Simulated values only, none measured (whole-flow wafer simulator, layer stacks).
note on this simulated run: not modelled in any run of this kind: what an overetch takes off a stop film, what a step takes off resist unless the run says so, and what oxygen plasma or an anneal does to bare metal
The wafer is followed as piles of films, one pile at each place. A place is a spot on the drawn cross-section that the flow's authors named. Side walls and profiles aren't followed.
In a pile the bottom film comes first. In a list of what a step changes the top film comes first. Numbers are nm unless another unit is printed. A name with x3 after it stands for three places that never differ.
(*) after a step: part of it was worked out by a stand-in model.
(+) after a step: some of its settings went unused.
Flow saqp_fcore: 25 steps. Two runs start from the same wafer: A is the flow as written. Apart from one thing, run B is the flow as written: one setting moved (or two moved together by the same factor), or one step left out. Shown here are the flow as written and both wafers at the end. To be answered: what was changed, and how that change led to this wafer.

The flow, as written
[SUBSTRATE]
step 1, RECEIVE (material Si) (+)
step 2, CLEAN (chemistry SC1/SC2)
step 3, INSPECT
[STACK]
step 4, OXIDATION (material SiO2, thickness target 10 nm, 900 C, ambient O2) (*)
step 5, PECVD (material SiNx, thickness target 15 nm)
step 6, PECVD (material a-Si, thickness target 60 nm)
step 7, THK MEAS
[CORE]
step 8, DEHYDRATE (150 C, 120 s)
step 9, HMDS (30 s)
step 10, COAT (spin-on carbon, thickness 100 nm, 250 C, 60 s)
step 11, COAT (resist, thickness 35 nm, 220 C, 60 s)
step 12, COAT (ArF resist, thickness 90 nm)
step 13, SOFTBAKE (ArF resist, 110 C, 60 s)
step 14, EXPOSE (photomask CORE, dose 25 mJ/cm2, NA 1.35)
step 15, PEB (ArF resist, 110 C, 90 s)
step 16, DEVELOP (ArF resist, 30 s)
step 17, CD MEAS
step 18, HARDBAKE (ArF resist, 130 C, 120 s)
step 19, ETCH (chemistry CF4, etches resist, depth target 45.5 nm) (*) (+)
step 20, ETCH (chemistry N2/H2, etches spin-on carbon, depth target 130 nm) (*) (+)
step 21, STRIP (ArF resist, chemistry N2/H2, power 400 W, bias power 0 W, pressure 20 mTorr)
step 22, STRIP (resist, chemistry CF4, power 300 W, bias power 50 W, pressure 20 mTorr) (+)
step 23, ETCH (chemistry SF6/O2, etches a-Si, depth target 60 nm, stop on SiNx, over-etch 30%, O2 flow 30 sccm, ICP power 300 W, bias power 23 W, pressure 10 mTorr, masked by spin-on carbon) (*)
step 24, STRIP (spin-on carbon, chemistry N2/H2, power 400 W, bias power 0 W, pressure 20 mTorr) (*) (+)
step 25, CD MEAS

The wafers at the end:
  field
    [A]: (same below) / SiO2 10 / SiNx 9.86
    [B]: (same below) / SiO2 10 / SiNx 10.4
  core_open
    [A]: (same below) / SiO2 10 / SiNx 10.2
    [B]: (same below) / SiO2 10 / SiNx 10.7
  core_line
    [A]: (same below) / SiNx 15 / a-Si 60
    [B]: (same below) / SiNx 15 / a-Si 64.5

The reason: step 6, PECVD: thickness target 64.5 nm was run, though the flow has thickness target 60 nm.
The wafer itself shows it: core_line has a-Si 64.5, and step 6 as written asks for 60 nm.

The path from the change to this, step by step:
  step 6, PECVD (material a-Si, thickness target 60 nm)
      field, core_open, core_line: A +60 a-Si (new film) | B +64.5 a-Si (new film)
  step 23, ETCH (chemistry SF6/O2, etches a-Si, depth target 60 nm, stop on SiNx, over-etch 30%, O2 flow 30 sccm, ICP power 300 W, bias power 23 W, pressure 10 mTorr, masked by spin-on carbon) (*)
      field: A -36.9 a-Si (all of it), -5.14 SiNx | B -41.4 a-Si (all of it), -4.58 SiNx
      core_open: A -39.4 a-Si (all of it), -4.82 SiNx | B -43.9 a-Si (all of it), -4.26 SiNx
      (as well as at 1 more place)
